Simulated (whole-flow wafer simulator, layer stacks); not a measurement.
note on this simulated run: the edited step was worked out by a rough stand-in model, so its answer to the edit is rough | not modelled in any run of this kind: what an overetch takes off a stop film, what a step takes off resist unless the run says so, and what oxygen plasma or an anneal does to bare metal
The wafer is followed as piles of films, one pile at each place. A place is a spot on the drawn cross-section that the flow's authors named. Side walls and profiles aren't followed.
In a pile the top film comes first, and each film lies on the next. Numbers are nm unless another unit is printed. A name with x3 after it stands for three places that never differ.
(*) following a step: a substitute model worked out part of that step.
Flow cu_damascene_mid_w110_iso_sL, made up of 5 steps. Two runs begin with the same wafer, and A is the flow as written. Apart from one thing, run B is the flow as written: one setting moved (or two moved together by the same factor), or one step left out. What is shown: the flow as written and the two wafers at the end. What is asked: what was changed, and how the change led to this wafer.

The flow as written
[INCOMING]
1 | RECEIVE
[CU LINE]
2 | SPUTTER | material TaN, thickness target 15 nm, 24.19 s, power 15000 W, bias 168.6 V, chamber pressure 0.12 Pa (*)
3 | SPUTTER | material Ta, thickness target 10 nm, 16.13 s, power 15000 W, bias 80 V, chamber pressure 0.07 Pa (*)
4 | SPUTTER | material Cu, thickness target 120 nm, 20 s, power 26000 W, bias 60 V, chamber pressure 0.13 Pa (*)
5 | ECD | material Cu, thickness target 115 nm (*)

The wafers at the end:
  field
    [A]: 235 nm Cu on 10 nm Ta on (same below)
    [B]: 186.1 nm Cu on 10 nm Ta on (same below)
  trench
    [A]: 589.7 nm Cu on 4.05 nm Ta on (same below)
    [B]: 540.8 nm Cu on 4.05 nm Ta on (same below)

What caused this: step 5, ECD: thickness target 66.1 nm was run, whereas the flow has thickness target 115 nm.

The path from the change to this, step by step:
  5 | ECD | material Cu, thickness target 115 nm (*)
      field: A Cu gains 115 | B Cu gains 66.1
      trench: A Cu gains 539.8 | B Cu gains 490.9
